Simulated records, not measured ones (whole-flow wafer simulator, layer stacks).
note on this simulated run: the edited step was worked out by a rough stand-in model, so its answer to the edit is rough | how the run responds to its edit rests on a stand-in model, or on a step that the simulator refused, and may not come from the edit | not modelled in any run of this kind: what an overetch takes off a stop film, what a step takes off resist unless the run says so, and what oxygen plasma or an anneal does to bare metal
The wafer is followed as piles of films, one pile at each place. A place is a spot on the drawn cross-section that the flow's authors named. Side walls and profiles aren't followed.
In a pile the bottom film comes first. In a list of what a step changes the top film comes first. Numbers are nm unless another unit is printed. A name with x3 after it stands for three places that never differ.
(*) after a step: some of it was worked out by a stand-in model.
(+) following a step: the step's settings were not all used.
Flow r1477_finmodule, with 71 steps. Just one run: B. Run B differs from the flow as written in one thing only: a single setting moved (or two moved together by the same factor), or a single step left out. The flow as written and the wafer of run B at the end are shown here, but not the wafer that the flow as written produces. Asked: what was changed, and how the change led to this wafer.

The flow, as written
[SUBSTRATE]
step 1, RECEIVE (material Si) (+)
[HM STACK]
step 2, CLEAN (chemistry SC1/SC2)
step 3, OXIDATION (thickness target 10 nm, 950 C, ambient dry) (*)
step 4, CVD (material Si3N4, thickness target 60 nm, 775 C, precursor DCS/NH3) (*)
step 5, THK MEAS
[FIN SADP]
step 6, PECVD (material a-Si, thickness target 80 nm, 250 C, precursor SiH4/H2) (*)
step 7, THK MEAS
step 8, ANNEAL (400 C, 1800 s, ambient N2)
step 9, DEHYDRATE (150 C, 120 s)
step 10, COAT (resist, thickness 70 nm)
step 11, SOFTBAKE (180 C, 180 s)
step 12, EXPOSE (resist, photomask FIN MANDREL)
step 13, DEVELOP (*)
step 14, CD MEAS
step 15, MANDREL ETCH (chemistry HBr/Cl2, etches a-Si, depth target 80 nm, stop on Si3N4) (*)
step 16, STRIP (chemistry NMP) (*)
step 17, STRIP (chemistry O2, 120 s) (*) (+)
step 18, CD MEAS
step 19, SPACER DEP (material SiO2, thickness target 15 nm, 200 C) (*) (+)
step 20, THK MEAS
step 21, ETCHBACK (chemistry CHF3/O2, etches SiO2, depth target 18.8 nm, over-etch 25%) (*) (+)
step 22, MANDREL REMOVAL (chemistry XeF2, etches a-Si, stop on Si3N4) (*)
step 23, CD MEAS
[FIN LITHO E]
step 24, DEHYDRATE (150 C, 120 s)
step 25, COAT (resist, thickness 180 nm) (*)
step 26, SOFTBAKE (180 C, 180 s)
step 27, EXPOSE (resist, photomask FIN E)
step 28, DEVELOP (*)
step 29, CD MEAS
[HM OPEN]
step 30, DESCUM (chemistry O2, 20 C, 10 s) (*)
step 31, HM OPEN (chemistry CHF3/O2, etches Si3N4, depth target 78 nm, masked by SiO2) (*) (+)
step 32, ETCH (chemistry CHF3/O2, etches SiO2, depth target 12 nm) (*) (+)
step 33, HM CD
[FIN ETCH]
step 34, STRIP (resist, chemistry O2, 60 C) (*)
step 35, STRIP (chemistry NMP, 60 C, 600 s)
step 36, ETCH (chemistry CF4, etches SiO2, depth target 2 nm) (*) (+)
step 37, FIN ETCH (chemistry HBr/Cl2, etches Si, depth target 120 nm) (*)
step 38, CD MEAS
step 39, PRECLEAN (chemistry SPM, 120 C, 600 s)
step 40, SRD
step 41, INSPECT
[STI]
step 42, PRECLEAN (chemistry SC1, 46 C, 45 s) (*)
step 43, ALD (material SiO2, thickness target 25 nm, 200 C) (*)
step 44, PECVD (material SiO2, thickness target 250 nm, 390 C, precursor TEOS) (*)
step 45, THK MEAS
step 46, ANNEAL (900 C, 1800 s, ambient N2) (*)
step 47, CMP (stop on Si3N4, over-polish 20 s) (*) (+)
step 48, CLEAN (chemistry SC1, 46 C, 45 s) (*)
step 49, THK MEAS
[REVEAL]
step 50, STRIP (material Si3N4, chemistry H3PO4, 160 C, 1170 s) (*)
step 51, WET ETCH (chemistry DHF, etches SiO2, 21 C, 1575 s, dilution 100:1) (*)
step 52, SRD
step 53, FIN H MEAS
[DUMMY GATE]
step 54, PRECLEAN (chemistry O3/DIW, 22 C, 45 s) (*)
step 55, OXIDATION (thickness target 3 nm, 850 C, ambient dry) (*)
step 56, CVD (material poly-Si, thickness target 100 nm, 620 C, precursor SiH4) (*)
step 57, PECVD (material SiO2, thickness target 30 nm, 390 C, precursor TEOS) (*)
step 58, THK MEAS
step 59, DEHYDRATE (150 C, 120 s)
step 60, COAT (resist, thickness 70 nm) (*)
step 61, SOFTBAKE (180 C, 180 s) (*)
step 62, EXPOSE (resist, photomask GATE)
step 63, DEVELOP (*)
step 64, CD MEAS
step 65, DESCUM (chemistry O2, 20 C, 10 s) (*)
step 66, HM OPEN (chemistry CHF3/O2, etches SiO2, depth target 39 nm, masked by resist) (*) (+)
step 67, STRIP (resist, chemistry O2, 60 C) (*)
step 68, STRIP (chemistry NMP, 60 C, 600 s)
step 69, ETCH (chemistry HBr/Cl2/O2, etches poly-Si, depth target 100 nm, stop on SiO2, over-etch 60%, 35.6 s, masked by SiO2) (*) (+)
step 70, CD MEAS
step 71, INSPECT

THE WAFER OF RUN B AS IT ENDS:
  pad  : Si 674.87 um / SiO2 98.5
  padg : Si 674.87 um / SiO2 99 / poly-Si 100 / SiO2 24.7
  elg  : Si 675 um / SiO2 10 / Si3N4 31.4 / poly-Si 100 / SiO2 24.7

What caused this: step 51, WET ETCH: 1654 s was run, while the flow as written has 1575 s.

The path from the change to this, step by step:
  step 51, WET ETCH (chemistry DHF, etches SiO2, 21 C, 1575 s, dilution 100:1) (*)
      pad, padg, e40sg and 12 more: SiO2 loses 90 (it would be, as written: SiO2 loses 85.7)
      esg, s40cg, s45cg, s50cg, s40co, s45co, s50co: SiO2 loses 83.1 (it would be, as written: SiO2 loses 79.1)
  step 56, CVD (material poly-Si, thickness target 100 nm, 620 C, precursor SiH4) (*)
      s40cg, s40co: poly-Si gains 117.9 (new film) (it would be, as written: poly-Si gains 113.9 (new film))
      s45cg, s45co: poly-Si gains 117.3 (new film) (it would be, as written: poly-Si gains 113.4 (new film))
      (also at 3 further places)
  step 60, COAT (resist, thickness 70 nm) (*)
      e40sg, e40so: resist gains 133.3 (new film) (it would be, as written: resist gains 129.5 (new film))
      e100sg, e100so: resist gains 133.2 (new film) (it would be, as written: resist gains 129.4 (new film))
      (also at 9 further places)
  step 63, DEVELOP (*)
      eso: resist loses 133.2 (all of it) (it would be, as written: resist loses 129.5 (all of it))
      e40so: resist loses 133.3 (all of it) (it would be, as written: resist loses 129.5 (all of it))
      (also at 5 further places)
  step 67, STRIP (resist, chemistry O2, 60 C) (*)
      s40sg, s45sg: resist loses 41 (all of it) (it would be, as written: resist loses 36.9 (all of it))
      e40sg: resist loses 79.1 (all of it) (it would be, as written: resist loses 75.4 (all of it))
      (also at 3 further places)
  step 69, ETCH (chemistry HBr/Cl2/O2, etches poly-Si, depth target 100 nm, stop on SiO2, over-etch 60%, 35.6 s, masked by SiO2) (*) (+)
      s40co: chemical SiO2 loses 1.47 (all of it), poly-Si loses 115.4 (all of it), SiO2 loses 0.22 (it would be, as written: chemical SiO2 loses 1.46 (all of it), poly-Si loses 111.5 (all of it), SiO2 loses 0.24)
      s45co: chemical SiO2 loses 1.47 (all of it), poly-Si loses 114.9 (all of it), SiO2 loses 0.23 (it would be, as written: chemical SiO2 loses 1.46 (all of it), poly-Si loses 110.9 (all of it), SiO2 loses 0.25)
      (also at 1 further place)
